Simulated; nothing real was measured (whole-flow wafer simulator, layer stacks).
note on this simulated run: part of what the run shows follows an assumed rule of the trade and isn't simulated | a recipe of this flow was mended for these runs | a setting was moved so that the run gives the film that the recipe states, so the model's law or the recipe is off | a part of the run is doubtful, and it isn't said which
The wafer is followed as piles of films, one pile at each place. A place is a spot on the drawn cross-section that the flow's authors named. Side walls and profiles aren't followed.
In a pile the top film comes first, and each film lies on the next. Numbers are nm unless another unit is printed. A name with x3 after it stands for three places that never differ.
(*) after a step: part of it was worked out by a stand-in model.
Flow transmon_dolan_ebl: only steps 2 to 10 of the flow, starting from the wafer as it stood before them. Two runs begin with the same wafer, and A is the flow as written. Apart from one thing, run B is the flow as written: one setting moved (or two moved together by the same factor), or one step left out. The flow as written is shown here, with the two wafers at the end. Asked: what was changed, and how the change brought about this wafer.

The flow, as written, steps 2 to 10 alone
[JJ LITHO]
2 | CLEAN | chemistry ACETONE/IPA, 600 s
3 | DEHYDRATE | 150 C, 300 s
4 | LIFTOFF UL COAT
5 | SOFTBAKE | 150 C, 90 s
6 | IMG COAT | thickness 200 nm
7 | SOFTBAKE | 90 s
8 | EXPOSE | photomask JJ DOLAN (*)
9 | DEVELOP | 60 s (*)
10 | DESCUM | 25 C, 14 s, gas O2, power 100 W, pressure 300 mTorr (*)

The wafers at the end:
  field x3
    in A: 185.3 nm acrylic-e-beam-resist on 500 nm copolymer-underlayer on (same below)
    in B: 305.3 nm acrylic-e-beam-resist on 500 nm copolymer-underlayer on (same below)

Cause: step 6, IMG COAT: thickness 320 nm was run, while the flow as written has thickness 200 nm.

How this came from the change, step by step:
  6 | IMG COAT | thickness 200 nm
      field x3, jj_line: A acrylic-e-beam-resist gains 200 (new film) | B acrylic-e-beam-resist gains 320 (new film)
  9 | DEVELOP | 60 s (*)
      jj_line: A acrylic-e-beam-resist loses 200 (all of it), copolymer-underlayer loses 500 (all of it) | B acrylic-e-beam-resist loses 320 (all of it), copolymer-underlayer loses 500 (all of it)
